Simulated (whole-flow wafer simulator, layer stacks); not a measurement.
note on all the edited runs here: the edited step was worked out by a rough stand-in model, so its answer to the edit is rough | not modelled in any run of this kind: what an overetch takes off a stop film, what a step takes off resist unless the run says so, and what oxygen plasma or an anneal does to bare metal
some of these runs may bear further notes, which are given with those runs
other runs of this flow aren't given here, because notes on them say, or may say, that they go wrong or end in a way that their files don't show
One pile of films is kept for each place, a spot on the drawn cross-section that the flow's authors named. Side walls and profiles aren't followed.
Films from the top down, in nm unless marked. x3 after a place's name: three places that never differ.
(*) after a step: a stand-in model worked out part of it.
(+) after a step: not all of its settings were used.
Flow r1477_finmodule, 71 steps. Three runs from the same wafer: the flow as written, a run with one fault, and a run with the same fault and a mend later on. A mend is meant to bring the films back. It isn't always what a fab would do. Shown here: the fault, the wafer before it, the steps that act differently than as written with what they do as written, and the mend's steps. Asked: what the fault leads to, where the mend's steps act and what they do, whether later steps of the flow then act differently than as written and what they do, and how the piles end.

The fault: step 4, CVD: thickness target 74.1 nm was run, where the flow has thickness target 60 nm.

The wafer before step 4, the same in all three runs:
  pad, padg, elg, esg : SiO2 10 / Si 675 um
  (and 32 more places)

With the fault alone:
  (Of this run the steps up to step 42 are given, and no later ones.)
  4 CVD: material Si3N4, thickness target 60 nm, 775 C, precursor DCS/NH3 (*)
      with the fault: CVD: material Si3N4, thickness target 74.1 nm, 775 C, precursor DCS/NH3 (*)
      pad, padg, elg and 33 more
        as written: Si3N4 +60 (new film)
        with the fault: Si3N4 +74.1 (new film)
  Later steps of the flow that act differently than as written:
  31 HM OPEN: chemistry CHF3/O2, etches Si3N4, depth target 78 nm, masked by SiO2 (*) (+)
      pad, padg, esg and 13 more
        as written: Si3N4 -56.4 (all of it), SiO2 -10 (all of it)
        with the fault: Si3N4 -70.5 (all of it), SiO2 -3.76
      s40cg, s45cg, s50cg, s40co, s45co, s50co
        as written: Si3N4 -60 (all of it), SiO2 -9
        with the fault: Si3N4 -74.1 (all of it), SiO2 -1.95
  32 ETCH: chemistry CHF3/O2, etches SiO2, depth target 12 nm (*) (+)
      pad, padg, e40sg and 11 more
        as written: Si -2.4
        with the fault: SiO2 -6.24 (all of it), Si -1.15
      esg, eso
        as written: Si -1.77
        with the fault: SiO2 -6.24 (all of it), Si -1.15
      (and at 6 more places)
  After step 42 the piles differ from the flow's by more than 2% or 0.5 nm, whichever is larger, at elg, e40lg, e100lg and 11 more.
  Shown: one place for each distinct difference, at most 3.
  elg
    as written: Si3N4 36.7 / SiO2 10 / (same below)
    with the fault: Si3N4 50.8 / SiO2 10 / (same below)
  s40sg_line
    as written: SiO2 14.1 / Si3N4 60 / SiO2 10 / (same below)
    with the fault: SiO2 14.1 / Si3N4 74.1 / SiO2 10 / (same below)

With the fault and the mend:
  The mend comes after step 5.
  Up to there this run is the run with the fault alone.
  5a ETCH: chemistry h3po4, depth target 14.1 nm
      pad, padg, elg and 33 more
        Si3N4 -14.1
  No later step of the flow acts differently than as written at any place that is followed.
  At the end the piles are the same as the flow's at every place that both follow.
